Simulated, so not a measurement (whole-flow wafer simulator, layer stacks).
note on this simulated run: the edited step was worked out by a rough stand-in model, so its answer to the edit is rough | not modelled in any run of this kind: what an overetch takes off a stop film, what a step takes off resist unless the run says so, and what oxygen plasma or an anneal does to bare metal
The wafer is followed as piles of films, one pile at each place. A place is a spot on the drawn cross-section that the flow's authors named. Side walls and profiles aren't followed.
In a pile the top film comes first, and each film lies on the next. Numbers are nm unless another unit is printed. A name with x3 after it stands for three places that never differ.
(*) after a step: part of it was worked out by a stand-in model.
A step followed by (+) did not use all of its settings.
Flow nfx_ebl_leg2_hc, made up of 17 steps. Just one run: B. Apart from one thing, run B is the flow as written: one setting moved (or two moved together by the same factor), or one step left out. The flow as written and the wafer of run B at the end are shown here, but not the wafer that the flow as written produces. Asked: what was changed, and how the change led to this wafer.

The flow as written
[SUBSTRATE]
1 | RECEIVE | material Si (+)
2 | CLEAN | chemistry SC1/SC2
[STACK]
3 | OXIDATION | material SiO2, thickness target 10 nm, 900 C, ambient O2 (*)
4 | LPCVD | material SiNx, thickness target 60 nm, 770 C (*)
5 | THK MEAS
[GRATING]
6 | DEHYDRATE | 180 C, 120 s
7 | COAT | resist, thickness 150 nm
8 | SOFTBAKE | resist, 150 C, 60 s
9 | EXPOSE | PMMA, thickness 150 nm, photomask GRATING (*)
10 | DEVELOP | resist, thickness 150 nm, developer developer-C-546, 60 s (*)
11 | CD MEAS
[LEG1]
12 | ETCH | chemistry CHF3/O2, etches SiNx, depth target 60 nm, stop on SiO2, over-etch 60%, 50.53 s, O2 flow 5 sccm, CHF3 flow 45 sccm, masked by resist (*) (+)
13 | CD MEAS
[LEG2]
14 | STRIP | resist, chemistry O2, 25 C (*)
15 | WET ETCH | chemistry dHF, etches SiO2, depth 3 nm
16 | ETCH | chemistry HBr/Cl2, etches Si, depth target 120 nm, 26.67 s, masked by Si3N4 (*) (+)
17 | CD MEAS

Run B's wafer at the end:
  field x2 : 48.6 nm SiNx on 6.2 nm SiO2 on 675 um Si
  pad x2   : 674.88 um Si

Cause: step 3, OXIDATION: thickness target 6.2 nm was run, though the flow has thickness target 10 nm.
The wafer itself shows it: field x2 has SiO2 6.2, and step 3 as written asks for 10 nm.

The path from the change to this, step by step:
  3 | OXIDATION | material SiO2, thickness target 10 nm, 900 C, ambient O2 (*)
      field x2, pad x2: SiO2 gains 6.2 (new film), chemical SiO2 loses 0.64 (all of it), Si loses 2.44 (in the flow as written it would be: SiO2 gains 10 (new film), chemical SiO2 loses 0.64 (all of it), Si loses 4.12)
  12 | ETCH | chemistry CHF3/O2, etches SiNx, depth target 60 nm, stop on SiO2, over-etch 60%, 50.53 s, O2 flow 5 sccm, CHF3 flow 45 sccm, masked by resist (*) (+)
      pad x2: SiNx loses 60 (all of it), SiO2 loses 6.2 (all of it) (in the flow as written it would be: SiNx loses 60 (all of it), SiO2 loses 10 (all of it))
